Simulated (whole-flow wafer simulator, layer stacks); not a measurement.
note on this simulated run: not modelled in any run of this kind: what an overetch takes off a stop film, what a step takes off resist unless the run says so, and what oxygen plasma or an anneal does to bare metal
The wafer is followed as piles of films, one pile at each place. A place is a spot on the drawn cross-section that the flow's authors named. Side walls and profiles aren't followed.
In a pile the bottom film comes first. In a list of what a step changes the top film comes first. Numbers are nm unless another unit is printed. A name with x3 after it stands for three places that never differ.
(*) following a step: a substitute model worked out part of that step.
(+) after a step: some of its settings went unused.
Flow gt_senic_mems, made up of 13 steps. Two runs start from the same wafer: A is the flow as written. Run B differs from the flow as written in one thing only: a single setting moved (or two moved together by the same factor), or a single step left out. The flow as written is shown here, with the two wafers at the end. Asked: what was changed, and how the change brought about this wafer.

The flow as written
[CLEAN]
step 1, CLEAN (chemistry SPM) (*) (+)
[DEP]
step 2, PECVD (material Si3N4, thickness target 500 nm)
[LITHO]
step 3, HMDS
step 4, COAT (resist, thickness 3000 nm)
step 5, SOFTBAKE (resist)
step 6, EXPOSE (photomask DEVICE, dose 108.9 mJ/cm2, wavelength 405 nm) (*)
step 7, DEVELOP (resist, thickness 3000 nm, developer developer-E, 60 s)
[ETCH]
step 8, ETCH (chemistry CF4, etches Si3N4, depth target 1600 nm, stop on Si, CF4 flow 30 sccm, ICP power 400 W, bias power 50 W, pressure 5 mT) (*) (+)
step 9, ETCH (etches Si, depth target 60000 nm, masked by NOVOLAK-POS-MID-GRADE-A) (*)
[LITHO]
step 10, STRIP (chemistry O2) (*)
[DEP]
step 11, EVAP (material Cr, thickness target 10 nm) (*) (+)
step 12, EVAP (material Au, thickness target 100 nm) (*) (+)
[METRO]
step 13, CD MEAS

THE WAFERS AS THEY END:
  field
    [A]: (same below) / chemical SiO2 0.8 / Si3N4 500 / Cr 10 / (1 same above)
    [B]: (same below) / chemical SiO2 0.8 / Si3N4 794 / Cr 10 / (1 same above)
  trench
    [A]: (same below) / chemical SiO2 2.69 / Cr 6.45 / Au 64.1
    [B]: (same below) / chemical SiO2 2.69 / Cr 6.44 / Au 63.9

What caused this: step 2, PECVD: thickness target 794 nm was run, whereas the flow has thickness target 500 nm.
The wafer lets one read it off: field has Si3N4 794, and step 2 as written asks for 500 nm.

The path from the change to this, step by step:
  step 2, PECVD (material Si3N4, thickness target 500 nm)
      field, trench: A +500 Si3N4 (new film) | B +794 Si3N4 (new film)
  step 8, ETCH (chemistry CF4, etches Si3N4, depth target 1600 nm, stop on Si, CF4 flow 30 sccm, ICP power 400 W, bias power 50 W, pressure 5 mT) (*) (+)
      field: A -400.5 resist | B -596.5 resist
      trench: A -500 Si3N4 (all of it), -0.8 chemical SiO2 (all of it) | B -794 Si3N4 (all of it), -0.8 chemical SiO2 (all of it)
  step 10, STRIP (chemistry O2) (*)
      field: A -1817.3 resist (all of it) | B -1621.3 resist (all of it)
